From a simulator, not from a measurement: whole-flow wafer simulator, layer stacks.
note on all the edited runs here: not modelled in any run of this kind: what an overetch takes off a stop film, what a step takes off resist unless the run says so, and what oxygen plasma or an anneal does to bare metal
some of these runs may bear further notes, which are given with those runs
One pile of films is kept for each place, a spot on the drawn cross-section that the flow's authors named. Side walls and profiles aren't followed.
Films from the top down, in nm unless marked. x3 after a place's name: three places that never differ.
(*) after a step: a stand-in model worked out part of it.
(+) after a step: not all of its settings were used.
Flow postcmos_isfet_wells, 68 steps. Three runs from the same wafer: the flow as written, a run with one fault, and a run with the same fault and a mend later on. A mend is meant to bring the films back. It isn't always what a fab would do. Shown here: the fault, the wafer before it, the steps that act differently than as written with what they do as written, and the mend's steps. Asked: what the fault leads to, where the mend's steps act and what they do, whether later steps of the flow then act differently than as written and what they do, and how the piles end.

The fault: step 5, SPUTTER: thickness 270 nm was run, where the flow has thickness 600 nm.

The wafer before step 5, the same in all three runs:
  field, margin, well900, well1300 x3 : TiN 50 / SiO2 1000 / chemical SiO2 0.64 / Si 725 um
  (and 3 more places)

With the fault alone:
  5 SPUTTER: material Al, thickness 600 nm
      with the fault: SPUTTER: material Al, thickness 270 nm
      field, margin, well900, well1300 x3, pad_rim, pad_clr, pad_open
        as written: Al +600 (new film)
        with the fault: Al +270 (new film)
  Later steps of the flow that act differently than as written:
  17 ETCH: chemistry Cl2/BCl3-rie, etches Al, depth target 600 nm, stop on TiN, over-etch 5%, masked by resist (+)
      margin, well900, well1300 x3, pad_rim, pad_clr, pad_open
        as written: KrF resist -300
        with the fault: KrF resist -141.8
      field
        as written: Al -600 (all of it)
        with the fault: Al -270 (all of it)
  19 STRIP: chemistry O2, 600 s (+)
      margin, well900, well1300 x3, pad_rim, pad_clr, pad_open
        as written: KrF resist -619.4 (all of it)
        with the fault: KrF resist -777.6 (all of it)
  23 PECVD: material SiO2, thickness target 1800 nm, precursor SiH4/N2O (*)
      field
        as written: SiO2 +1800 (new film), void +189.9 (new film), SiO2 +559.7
        with the fault: SiO2 +2219.6
  At the end the piles differ from the flow's by more than 2% or 0.5 nm, whichever is larger, at field, margin, well900, well1300 x3, pad_rim, pad_clr, pad_open.
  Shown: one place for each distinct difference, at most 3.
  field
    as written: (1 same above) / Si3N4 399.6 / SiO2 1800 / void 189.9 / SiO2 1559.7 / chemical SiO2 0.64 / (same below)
    with the fault: (1 same above) / Si3N4 399.6 / SiO2 3219.6 / chemical SiO2 0.64 / (same below)
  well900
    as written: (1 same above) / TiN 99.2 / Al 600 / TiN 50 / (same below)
    with the fault: (1 same above) / TiN 99.2 / Al 270 / TiN 50 / (same below)
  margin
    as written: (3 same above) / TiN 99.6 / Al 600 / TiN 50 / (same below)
    with the fault: (3 same above) / TiN 99.6 / Al 270 / TiN 50 / (same below)

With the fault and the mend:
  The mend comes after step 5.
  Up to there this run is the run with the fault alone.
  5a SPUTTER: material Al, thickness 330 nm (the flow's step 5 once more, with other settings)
      field, margin, well900, well1300 x3, pad_rim, pad_clr, pad_open
        Al +330
  No later step of the flow acts differently than as written at any place that is followed.
  At the end the piles are the same as the flow's at every place that both follow.
